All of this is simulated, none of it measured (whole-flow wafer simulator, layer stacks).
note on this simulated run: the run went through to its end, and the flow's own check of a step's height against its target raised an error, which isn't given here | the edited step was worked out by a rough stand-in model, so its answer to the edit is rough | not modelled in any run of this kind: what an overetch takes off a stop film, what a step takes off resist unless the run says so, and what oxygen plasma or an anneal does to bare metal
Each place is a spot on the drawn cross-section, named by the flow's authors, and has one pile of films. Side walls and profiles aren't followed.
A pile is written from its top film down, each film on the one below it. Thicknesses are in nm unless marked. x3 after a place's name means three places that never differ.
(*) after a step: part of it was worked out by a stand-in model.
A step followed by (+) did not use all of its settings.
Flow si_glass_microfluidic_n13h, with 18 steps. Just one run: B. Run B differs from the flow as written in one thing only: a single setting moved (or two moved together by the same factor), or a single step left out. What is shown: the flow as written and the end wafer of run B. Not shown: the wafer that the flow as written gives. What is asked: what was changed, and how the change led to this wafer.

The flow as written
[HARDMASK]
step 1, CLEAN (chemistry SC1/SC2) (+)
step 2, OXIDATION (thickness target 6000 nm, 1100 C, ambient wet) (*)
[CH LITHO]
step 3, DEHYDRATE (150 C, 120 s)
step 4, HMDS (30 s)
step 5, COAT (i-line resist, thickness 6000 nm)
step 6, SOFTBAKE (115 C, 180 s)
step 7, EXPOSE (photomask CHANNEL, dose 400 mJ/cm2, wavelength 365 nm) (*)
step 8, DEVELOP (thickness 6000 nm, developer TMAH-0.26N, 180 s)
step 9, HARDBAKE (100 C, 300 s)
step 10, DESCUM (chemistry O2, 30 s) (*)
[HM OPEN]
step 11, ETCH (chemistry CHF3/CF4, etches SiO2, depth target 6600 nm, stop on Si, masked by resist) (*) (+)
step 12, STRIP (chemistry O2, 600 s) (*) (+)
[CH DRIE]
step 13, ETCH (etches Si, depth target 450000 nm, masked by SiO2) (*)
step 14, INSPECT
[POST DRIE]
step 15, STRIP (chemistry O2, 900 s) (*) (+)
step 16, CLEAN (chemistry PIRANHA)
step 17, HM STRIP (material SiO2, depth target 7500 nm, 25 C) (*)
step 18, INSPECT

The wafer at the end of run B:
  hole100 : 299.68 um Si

What caused this: step 13, ETCH: depth target 236200 nm was run, while the flow as written has depth target 450000 nm.

Step by step, how the change led to this:
  step 13, ETCH (etches Si, depth target 450000 nm, masked by SiO2) (*)
      land: -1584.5 SiO2 (in the flow as written it would be: -3004.3 SiO2)
      hole100: -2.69 chemical SiO2 (all of it), -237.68 um Si (in the flow as written it would be: -2.69 chemical SiO2 (all of it), -450.64 um Si)
  step 17, HM STRIP (material SiO2, depth target 7500 nm, 25 C) (*)
      land: -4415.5 SiO2 (all of it) (in the flow as written it would be: -2995.7 SiO2 (all of it))
